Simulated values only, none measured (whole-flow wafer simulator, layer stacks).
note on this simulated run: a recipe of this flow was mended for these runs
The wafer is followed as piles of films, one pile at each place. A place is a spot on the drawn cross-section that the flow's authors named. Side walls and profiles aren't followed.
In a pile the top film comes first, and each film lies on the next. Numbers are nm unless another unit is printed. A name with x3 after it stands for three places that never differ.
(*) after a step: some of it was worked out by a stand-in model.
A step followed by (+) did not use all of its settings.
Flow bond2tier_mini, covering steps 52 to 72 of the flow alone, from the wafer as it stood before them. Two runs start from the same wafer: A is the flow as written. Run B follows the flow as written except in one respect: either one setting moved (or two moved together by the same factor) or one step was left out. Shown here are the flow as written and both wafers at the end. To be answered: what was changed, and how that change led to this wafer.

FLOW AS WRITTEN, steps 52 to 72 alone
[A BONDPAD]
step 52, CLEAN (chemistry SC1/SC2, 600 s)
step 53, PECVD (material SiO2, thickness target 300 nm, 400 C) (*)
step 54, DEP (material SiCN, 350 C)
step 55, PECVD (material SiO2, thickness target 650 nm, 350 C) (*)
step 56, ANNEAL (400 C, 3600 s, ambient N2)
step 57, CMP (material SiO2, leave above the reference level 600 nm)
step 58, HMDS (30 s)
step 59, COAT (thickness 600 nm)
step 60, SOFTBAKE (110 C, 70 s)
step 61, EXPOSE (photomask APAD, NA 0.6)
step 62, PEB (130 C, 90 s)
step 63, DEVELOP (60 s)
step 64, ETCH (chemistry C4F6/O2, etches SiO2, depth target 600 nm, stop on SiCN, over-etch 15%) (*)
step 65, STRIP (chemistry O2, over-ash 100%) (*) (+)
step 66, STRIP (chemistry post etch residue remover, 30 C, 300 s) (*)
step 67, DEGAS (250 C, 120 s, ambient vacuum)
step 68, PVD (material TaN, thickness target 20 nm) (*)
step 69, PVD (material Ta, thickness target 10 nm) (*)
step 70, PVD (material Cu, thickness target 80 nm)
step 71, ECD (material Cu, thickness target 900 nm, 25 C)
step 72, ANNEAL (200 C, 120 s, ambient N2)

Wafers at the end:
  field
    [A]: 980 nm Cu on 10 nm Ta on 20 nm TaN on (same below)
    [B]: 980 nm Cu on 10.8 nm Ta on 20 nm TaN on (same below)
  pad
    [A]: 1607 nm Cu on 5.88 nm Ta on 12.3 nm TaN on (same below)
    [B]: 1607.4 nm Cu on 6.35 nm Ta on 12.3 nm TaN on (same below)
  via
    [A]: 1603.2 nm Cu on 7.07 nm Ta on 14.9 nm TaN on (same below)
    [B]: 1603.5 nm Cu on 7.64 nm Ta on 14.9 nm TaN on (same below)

Cause: step 69, PVD: thickness target 10.8 nm was run, whereas the flow has thickness target 10 nm.
The wafer itself shows it: field has Ta 10.8, and step 69 as written asks for 10 nm.

How this came from the change, step by step:
  step 69, PVD (material Ta, thickness target 10 nm) (*)
      field: A +10 Ta (new film) | B +10.8 Ta (new film)
      via: A +7.07 Ta (new film) | B +7.64 Ta (new film)
